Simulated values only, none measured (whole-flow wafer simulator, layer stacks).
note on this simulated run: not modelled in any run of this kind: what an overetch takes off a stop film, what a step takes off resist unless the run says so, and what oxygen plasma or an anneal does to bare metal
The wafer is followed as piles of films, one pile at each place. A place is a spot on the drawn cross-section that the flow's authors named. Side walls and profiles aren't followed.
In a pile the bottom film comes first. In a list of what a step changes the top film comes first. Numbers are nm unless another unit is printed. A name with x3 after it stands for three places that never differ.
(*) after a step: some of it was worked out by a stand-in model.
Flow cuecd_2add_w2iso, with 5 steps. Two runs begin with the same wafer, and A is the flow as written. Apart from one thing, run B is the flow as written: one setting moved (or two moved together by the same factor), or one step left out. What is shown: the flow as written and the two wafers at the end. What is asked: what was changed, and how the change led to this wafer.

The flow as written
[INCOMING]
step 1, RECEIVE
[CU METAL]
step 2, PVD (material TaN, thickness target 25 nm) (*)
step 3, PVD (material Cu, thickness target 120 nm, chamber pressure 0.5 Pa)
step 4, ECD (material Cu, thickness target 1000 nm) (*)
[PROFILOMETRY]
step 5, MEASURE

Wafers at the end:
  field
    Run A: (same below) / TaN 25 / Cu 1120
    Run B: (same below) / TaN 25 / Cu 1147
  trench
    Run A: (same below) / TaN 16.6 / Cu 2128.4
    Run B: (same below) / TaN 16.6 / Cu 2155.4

The reason: step 3, PVD: thickness target 147 nm was run, while the flow as written has thickness target 120 nm.

Step by step, how the change led to this:
  step 3, PVD (material Cu, thickness target 120 nm, chamber pressure 0.5 Pa)
      field: A +120 Cu (new film) | B +147 Cu (new film)
      trench: A +80.8 Cu (new film) | B +98.8 Cu (new film)
